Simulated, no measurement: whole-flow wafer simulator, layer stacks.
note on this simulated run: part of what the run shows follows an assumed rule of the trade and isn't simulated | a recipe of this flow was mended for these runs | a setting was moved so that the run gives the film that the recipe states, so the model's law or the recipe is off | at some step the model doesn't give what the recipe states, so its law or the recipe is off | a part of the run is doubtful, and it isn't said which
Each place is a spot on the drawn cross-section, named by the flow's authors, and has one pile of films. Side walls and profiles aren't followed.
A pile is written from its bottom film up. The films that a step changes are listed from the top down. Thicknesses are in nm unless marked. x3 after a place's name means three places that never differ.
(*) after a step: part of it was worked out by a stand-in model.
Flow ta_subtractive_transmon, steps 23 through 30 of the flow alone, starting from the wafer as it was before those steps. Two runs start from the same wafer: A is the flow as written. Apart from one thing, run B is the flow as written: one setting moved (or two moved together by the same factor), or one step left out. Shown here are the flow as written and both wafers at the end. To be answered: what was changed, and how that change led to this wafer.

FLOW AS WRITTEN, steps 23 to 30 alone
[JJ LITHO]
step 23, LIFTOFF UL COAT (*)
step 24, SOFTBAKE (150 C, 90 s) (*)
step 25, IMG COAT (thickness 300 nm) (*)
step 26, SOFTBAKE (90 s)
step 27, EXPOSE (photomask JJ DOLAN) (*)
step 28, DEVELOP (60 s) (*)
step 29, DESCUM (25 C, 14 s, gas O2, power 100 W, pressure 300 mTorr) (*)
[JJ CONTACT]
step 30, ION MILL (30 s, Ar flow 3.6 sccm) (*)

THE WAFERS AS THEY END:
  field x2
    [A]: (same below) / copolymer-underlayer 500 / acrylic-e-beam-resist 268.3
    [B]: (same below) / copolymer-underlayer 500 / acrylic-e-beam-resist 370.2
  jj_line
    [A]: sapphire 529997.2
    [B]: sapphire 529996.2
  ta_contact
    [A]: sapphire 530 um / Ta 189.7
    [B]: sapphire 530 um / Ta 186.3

The reason: step 25, IMG COAT: thickness 408 nm was run, whereas the flow has thickness 300 nm; step 30, ION MILL: 40.8 s was run, where the flow has 30 s.

How this came from the change, step by step:
  step 25, IMG COAT (thickness 300 nm) (*)
      field x2, jj_line: A acrylic-e-beam-resist gains 300 (new film) | B acrylic-e-beam-resist gains 408 (new film)
      lead: A acrylic-e-beam-resist gains 312.5 (new film) | B acrylic-e-beam-resist gains 423.9 (new film)
      (also at 2 further places)
  step 28, DEVELOP (60 s) (*)
      jj_line: A acrylic-e-beam-resist loses 300 (all of it), copolymer-underlayer loses 500 (all of it) | B acrylic-e-beam-resist loses 408 (all of it), copolymer-underlayer loses 500 (all of it)
      lead: A acrylic-e-beam-resist loses 312.5 (all of it), copolymer-underlayer loses 554.7 (all of it) | B acrylic-e-beam-resist loses 423.9 (all of it), copolymer-underlayer loses 554.7 (all of it)
      (also at 1 further place)
  step 30, ION MILL (30 s, Ar flow 3.6 sccm) (*)
      field x2, ta_pad: A acrylic-e-beam-resist loses 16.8 | B acrylic-e-beam-resist loses 22.8
      jj_line, lead: A sapphire loses 2.8 | B sapphire loses 3.8
      (also at 1 further place)
